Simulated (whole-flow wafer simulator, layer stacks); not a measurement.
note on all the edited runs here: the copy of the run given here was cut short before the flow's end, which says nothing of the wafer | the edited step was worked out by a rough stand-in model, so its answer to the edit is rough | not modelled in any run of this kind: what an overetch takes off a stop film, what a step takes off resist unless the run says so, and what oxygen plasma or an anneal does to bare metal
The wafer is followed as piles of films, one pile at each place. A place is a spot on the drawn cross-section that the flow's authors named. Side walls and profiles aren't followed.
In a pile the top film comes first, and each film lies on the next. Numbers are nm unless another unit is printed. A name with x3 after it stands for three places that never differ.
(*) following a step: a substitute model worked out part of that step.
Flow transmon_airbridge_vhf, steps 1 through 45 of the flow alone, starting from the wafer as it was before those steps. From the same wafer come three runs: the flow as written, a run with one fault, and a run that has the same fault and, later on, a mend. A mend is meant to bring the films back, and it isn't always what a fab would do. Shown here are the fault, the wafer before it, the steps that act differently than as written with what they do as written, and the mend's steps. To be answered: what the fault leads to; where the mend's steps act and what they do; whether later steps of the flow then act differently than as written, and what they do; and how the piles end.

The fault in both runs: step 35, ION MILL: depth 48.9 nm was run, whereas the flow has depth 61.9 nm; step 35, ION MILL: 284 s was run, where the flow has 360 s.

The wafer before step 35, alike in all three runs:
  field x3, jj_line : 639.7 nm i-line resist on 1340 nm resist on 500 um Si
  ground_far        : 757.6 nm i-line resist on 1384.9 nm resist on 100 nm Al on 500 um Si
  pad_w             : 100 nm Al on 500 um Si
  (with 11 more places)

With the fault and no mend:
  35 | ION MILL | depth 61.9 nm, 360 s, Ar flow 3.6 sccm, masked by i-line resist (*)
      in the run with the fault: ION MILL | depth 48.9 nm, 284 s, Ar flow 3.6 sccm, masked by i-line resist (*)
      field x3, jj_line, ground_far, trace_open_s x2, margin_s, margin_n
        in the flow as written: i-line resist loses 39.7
        in the run with the fault: i-line resist loses 31.3
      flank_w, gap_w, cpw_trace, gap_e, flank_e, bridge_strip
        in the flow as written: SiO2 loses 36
        in the run with the fault: SiO2 loses 28.4
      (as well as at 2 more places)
  Steps later in the flow that act otherwise than as written (3 more steps, not shown, differ only slightly: by at most 2% or 0.5 nm, whichever is larger):
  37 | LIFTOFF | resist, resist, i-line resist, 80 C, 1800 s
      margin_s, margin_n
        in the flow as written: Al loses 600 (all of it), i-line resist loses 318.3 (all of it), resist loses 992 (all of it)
        in the run with the fault: Al loses 600 (all of it), i-line resist loses 326.7 (all of it), resist loses 992 (all of it)
  At pad_w, pad_e, the piles at the end differ from the flow's by more than 2% or 0.5 nm, whichever is larger.
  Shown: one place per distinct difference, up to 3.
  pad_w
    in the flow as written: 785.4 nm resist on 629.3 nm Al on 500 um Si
    in the run with the fault: 783.3 nm resist on 642.4 nm Al on 500 um Si

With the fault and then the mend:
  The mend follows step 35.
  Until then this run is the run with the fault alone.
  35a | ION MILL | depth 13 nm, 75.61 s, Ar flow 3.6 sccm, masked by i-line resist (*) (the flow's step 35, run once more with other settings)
      field x3, jj_line, ground_far, trace_open_s x2, margin_s, margin_n
        i-line resist loses 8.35
      flank_w, gap_w, cpw_trace, gap_e, flank_e, bridge_strip
        SiO2 loses 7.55
      pad_w, pad_e
        Al loses 13
  Every later step of the flow that is run acts as written, at every place that is followed, to within 2% or 0.5 nm, whichever is larger.
  When the end is reached, the piles differ only a little from the flow's at the places that both follow, at most by 2% or 0.5 nm, whichever is larger.
